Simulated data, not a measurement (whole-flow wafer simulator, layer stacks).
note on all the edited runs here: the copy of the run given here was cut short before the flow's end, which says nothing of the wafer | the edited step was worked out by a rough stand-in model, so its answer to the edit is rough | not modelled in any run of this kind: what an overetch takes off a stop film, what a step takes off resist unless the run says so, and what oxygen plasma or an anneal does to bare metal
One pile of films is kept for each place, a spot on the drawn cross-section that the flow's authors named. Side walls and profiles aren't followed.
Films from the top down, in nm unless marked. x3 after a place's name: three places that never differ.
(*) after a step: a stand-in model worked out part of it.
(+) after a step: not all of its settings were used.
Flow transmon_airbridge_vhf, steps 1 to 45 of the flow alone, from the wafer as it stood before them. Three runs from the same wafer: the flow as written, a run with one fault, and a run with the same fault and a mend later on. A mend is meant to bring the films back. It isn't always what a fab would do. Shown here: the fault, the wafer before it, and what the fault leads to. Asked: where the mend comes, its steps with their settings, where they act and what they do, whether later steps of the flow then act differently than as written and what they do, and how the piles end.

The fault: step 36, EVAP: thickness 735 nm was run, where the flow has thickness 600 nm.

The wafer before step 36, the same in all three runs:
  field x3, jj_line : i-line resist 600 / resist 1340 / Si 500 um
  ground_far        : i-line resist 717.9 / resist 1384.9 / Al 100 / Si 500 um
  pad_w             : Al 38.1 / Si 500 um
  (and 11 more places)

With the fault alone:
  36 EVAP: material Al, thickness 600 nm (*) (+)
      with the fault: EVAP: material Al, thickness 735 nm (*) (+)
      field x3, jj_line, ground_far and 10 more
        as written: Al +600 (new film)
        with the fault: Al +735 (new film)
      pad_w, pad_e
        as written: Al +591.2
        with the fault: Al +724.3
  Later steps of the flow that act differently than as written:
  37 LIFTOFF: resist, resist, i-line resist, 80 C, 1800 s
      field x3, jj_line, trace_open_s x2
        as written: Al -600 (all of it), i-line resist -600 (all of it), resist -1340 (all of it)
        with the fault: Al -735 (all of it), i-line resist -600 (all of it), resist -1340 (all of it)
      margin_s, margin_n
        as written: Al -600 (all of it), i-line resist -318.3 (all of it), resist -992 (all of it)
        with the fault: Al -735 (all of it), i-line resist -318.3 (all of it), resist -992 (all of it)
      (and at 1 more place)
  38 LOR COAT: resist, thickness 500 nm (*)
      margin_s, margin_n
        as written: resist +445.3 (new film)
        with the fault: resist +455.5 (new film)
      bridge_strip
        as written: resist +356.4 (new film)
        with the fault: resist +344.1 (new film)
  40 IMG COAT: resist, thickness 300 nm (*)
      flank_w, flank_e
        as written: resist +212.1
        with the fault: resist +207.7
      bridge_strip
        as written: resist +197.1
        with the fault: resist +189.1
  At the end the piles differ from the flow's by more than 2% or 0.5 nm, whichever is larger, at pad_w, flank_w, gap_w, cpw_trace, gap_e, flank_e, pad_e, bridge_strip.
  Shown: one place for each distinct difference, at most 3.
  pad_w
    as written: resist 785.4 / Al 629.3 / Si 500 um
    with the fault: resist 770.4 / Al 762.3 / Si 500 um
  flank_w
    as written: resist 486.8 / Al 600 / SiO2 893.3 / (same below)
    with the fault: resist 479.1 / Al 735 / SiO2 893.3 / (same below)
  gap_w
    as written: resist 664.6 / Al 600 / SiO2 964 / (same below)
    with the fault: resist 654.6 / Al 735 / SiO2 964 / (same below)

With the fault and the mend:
  The mend comes after step 36.
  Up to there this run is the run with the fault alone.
  36a METAL ETCH: etches Al, depth 135 nm (the flow's step 11 once more, with other settings)
      field x3, jj_line, ground_far and 12 more
        Al -135
  No later step of the flow acts differently than as written, at any place that is followed, by more than 2% or 0.5 nm, whichever is larger.
  At the end the piles differ from the flow's only slightly at the places that both follow, by at most 2% or 0.5 nm, whichever is larger.
